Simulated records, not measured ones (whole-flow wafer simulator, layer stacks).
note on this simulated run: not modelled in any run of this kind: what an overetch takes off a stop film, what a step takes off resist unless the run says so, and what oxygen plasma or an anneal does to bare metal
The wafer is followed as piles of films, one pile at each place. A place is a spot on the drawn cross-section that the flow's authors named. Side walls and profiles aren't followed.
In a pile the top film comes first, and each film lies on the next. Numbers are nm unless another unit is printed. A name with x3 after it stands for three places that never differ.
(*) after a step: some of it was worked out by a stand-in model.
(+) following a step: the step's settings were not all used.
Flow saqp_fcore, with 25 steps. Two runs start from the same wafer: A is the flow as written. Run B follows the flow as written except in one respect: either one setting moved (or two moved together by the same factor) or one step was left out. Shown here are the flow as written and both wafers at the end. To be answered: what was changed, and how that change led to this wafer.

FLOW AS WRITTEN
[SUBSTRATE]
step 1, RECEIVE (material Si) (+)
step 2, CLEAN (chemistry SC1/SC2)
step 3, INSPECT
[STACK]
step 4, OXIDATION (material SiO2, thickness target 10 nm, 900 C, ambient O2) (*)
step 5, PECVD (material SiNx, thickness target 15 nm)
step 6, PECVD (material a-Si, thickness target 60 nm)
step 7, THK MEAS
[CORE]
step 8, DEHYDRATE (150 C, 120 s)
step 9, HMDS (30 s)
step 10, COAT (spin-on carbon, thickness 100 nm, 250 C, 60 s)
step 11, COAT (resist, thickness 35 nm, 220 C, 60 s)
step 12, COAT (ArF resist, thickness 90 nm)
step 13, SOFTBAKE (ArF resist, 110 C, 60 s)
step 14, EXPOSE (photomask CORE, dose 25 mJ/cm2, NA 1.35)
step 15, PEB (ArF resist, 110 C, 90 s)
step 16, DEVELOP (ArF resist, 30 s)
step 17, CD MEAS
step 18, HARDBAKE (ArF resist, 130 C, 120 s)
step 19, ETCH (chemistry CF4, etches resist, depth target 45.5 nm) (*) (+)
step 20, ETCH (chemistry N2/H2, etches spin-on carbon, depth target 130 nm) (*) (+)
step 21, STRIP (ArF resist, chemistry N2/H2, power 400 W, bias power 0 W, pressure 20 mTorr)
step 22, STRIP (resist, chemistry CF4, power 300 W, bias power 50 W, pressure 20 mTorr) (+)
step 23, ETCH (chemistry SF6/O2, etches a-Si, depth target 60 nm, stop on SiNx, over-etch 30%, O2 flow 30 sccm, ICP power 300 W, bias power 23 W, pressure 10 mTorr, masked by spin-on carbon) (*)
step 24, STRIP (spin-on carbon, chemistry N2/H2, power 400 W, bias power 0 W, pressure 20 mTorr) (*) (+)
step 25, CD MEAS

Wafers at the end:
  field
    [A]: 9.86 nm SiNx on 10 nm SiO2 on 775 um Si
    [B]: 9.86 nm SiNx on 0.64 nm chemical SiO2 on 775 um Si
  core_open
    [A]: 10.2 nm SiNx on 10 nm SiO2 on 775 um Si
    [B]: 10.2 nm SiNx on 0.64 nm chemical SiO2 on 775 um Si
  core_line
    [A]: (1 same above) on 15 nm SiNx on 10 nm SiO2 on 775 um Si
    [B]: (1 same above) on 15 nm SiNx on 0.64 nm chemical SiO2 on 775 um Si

The reason: step 4, OXIDATION: material SiO2, thickness target 10 nm, 900 C, ambient O2 (*), was skipped.

Step by step, how the change led to this:
  (no step that both runs have acts differently)
